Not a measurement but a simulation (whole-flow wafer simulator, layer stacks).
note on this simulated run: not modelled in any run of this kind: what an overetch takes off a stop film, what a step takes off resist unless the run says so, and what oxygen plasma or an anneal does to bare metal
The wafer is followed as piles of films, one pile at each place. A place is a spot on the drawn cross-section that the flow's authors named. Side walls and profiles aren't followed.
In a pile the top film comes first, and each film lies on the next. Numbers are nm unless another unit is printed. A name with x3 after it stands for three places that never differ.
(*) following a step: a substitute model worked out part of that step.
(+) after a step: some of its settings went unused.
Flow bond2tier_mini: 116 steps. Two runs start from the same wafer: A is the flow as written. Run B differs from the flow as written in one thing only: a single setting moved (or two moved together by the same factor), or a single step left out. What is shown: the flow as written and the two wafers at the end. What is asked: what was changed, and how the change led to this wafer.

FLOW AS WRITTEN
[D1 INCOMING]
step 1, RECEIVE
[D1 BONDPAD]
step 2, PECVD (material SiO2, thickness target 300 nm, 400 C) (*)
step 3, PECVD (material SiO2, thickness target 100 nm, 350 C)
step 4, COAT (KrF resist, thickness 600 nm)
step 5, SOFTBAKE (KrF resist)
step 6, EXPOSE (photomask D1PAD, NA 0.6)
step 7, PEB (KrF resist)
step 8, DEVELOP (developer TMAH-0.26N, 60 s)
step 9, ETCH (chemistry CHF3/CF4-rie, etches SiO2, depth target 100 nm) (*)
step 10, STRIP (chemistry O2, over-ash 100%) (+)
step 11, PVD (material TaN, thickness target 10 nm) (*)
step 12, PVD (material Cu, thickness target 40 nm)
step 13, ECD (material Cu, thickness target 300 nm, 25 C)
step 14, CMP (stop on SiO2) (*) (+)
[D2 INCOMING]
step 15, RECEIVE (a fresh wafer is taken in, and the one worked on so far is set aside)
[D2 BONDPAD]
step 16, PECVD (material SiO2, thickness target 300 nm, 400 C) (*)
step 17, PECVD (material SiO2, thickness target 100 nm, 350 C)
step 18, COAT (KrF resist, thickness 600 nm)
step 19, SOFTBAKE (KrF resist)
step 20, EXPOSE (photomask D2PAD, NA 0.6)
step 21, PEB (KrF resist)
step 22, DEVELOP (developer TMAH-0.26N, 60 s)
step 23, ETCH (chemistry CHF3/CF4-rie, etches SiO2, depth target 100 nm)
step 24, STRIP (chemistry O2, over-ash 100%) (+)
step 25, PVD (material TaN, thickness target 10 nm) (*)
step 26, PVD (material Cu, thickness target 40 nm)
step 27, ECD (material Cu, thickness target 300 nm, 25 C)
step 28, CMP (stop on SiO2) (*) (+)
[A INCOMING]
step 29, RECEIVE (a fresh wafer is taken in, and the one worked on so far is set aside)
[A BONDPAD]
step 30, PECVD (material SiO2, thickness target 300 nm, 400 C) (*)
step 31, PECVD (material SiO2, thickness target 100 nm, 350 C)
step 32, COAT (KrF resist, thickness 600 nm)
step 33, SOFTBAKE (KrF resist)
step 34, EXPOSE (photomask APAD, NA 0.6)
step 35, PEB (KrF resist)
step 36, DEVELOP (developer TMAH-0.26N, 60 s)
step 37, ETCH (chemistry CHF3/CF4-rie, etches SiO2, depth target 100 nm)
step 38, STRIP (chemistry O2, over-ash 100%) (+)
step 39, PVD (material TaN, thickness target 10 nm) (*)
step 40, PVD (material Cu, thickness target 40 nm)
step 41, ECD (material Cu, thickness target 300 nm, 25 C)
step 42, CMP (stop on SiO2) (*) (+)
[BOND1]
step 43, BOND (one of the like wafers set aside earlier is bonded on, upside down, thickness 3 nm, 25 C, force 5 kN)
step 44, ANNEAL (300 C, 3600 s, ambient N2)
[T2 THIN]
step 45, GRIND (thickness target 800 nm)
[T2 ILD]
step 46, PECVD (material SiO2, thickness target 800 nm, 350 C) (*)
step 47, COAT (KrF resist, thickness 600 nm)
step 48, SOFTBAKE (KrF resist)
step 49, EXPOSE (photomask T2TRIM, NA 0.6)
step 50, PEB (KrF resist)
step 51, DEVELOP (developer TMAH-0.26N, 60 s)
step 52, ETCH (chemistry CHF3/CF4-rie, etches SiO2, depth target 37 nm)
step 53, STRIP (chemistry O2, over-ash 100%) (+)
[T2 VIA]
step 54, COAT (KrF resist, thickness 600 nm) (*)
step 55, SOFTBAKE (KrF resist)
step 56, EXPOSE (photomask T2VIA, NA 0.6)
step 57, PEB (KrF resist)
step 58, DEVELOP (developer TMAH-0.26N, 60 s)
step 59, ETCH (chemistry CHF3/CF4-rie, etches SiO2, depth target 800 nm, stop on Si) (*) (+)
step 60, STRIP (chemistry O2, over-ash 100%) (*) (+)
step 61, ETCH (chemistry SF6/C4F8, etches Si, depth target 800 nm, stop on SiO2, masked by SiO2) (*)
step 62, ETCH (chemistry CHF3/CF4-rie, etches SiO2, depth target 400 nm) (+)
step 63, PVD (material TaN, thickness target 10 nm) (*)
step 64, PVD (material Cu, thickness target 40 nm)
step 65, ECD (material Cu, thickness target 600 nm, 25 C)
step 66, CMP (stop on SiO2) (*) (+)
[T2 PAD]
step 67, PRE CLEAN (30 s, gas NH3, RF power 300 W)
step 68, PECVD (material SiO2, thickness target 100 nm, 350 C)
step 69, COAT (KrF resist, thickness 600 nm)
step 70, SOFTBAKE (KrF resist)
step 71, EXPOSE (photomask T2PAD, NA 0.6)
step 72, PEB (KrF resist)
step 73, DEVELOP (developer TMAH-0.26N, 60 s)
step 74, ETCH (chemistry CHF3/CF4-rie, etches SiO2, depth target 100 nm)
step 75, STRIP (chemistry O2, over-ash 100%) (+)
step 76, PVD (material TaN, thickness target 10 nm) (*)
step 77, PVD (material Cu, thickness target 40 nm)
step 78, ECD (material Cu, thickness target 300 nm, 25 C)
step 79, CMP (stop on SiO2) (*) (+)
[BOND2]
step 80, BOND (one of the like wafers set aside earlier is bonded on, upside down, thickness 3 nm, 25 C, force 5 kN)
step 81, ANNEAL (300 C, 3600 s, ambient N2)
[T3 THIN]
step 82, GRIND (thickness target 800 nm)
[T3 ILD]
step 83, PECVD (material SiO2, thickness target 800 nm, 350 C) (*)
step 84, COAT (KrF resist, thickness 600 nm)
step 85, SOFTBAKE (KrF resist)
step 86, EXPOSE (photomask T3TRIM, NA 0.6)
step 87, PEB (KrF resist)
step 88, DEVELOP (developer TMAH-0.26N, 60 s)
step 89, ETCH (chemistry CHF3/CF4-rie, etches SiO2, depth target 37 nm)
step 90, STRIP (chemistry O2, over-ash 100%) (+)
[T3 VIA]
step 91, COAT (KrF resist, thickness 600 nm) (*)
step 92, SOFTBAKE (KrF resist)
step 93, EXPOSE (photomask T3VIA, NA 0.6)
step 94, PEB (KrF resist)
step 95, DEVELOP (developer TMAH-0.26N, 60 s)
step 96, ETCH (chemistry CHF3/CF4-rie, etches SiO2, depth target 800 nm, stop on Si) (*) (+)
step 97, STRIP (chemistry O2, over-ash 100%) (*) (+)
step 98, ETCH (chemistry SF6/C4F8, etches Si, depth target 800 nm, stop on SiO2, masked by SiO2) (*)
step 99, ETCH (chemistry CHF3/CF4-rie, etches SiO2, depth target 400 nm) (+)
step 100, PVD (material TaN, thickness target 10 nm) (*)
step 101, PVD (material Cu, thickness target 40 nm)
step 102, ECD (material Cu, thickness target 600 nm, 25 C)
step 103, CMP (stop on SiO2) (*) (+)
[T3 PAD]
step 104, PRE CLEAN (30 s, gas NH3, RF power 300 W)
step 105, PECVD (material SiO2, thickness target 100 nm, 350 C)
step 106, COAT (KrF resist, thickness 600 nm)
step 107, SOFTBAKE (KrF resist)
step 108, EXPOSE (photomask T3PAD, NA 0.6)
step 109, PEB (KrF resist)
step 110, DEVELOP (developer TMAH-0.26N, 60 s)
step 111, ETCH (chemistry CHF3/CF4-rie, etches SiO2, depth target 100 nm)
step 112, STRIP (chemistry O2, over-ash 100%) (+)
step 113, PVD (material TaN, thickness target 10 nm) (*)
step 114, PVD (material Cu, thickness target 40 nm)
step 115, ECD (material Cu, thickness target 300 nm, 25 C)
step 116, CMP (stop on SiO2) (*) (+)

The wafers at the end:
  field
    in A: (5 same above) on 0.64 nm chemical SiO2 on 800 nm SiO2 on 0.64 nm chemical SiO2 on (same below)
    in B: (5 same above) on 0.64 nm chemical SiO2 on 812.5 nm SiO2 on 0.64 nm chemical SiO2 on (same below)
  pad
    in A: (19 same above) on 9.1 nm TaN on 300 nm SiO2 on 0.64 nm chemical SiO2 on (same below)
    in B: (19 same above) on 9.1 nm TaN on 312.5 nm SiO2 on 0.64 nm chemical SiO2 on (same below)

Cause: step 31, PECVD: thickness target 112.5 nm was run, though the flow has thickness target 100 nm.

The path from the change to this, step by step:
  step 31, PECVD (material SiO2, thickness target 100 nm, 350 C)
      field, pad, via: A SiO2 gains 100 | B SiO2 gains 112.5
